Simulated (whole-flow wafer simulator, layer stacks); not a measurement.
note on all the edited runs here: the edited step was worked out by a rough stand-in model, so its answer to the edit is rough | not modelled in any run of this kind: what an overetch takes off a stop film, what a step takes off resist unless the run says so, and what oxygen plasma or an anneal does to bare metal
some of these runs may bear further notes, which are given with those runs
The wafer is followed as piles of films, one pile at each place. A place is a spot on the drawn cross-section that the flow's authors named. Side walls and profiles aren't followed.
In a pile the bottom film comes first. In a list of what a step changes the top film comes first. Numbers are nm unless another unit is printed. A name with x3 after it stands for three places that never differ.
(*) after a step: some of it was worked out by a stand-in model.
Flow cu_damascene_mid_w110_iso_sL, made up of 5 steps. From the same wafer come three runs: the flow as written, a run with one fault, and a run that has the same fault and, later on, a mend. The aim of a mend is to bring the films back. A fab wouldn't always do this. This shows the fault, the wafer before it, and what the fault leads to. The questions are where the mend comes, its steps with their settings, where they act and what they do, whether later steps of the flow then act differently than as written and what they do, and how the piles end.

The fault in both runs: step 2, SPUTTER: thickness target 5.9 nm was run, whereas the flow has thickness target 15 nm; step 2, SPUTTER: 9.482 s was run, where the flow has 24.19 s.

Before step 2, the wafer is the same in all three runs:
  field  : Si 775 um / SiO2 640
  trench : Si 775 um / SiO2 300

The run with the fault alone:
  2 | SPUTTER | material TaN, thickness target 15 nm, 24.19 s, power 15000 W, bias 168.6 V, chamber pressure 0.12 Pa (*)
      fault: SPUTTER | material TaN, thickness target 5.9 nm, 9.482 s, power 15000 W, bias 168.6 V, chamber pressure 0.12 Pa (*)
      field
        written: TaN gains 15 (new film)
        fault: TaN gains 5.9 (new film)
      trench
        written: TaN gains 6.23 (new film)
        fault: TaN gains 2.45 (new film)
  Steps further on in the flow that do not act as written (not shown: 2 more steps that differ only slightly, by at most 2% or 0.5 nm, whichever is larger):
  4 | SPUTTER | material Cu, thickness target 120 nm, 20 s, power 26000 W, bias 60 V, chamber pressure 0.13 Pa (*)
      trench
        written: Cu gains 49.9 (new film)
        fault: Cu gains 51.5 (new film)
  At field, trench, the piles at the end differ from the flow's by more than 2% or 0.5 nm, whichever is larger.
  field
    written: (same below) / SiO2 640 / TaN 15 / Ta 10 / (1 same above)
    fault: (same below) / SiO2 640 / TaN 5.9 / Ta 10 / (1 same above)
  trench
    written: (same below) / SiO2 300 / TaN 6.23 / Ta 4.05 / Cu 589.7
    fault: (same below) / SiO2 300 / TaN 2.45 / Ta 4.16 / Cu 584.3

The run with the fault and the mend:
  The mend follows step 2.
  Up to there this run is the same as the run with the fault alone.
  2a | SPUTTER | material TaN, thickness target 9.1 nm, 14.71 s, power 15000 W, bias 168.6 V, chamber pressure 0.12 Pa (*) (the flow's step 2 again, with other settings)
      field
        TaN gains 9.1
      trench
        TaN gains 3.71
  None of the later steps of the flow differs from how it acts as written, at any place that is followed, by more than 2% or 0.5 nm, whichever is larger.
  When the end is reached, the piles differ only a little from the flow's at the places that both follow, at most by 2% or 0.5 nm, whichever is larger.
